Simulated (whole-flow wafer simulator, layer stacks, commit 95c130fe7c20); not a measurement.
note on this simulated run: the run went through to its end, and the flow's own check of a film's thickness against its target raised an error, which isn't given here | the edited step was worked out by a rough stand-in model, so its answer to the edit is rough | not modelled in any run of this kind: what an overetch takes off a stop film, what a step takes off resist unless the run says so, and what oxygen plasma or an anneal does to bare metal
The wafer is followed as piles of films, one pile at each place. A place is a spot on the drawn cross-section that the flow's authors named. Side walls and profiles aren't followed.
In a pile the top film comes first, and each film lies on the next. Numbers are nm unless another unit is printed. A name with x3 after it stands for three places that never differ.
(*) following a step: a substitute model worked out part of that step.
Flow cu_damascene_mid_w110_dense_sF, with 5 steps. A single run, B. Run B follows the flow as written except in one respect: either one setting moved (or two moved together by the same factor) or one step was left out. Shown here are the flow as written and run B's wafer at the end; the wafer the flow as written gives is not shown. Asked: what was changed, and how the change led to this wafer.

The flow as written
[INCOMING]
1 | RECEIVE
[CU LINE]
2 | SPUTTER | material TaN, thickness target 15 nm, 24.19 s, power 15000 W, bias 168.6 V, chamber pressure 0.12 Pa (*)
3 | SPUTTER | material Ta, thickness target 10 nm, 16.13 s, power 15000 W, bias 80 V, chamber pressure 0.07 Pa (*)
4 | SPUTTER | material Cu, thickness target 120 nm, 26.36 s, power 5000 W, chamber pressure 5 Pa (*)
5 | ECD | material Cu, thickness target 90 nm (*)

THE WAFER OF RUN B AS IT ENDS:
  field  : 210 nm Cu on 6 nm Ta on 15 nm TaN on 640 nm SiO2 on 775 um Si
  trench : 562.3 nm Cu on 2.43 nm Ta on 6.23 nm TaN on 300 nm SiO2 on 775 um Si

What caused this: step 3, SPUTTER: thickness target 6 nm was run, whereas the flow has thickness target 10 nm; step 3, SPUTTER: 9.68 s was run, where the flow has 16.13 s.
The wafer lets one read it off: field has Ta 6, and step 3 as written asks for 10 nm.

The path from the change to this, step by step:
  3 | SPUTTER | material Ta, thickness target 10 nm, 16.13 s, power 15000 W, bias 80 V, chamber pressure 0.07 Pa (*)
      field: +6 Ta (new film) (it would be, as written: +10 Ta (new film))
      trench: +2.43 Ta (new film) (it would be, as written: +4.05 Ta (new film))
